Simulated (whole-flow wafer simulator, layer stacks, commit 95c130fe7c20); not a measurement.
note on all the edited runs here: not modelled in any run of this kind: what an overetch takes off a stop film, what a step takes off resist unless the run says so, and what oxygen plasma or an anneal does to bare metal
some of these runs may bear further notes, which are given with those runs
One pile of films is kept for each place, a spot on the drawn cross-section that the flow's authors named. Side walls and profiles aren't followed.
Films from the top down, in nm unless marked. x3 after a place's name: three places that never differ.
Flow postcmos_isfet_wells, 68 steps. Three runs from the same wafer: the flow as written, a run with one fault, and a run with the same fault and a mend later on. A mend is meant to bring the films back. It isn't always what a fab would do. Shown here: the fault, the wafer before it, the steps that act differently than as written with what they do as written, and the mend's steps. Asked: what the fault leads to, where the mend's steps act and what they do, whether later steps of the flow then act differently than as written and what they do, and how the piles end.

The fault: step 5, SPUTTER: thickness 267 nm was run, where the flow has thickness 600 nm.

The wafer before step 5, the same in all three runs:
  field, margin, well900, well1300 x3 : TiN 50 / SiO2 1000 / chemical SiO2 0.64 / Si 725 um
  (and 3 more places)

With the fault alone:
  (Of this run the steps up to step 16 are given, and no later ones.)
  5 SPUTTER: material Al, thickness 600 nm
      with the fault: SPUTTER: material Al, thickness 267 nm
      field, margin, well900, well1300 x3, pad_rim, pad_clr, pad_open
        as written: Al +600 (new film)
        with the fault: Al +267 (new film)
  No later step of the flow up to step 16 acts differently than as written at any place that is followed.
  After step 16 the piles differ from the flow's by more than 2% or 0.5 nm, whichever is larger, at field, margin, well900, well1300 x3, pad_rim, pad_clr, pad_open.
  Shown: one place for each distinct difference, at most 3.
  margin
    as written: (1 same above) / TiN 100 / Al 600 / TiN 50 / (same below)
    with the fault: (1 same above) / TiN 100 / Al 267 / TiN 50 / (same below)
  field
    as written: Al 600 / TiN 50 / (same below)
    with the fault: Al 267 / TiN 50 / (same below)

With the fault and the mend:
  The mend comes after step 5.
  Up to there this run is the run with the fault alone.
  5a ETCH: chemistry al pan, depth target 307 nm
      field, margin, well900, well1300 x3, pad_rim, pad_clr, pad_open
        Al -267 (all of it)
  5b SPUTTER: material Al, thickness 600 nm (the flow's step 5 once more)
      field, margin, well900, well1300 x3, pad_rim, pad_clr, pad_open
        Al +600 (new film)
  No later step of the flow acts differently than as written at any place that is followed.
  At the end the piles are the same as the flow's at every place that both follow.
